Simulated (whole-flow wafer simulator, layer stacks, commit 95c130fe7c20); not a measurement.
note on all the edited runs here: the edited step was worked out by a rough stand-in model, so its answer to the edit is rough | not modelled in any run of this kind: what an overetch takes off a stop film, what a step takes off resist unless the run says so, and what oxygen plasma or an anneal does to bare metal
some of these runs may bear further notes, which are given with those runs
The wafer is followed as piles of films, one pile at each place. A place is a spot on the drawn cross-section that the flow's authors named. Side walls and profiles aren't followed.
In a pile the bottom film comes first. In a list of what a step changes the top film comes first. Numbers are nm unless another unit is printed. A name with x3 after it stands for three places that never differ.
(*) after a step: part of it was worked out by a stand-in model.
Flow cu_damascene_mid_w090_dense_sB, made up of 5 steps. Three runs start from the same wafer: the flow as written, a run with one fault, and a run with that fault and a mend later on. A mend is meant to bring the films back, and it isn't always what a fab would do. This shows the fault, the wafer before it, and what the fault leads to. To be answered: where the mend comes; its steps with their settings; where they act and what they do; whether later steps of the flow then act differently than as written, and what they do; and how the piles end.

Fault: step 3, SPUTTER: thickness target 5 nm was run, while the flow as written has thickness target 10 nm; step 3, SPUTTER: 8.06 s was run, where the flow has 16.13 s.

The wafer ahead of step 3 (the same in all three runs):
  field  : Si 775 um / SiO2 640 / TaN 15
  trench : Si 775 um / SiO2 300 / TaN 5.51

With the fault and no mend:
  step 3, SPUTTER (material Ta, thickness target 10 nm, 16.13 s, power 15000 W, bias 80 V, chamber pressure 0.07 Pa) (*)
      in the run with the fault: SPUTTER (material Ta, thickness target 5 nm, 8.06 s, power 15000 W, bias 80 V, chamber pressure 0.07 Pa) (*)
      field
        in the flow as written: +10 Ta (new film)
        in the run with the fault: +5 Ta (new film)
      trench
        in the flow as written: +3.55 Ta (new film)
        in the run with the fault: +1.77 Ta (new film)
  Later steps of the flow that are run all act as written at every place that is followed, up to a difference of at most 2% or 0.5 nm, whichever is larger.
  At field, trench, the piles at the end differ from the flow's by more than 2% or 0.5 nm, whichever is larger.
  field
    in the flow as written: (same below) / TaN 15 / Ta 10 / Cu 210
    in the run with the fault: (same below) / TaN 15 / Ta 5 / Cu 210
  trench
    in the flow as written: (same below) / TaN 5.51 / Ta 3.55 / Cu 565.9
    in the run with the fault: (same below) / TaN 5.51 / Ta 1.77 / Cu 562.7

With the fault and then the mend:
  After step 3 comes the mend.
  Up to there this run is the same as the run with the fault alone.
  step 3a, SPUTTER (material Ta, thickness target 5 nm, 8.065 s, power 15000 W, bias 80 V, chamber pressure 0.07 Pa) (*) (the flow's step 3, run once more with other settings)
      field
        +5 Ta
      trench
        +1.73 Ta
  Later steps of the flow that are run all act as written at every place that is followed.
  The piles end only slightly different from the flow's at the places that both follow, by no more than 2% or 0.5 nm, whichever is larger.
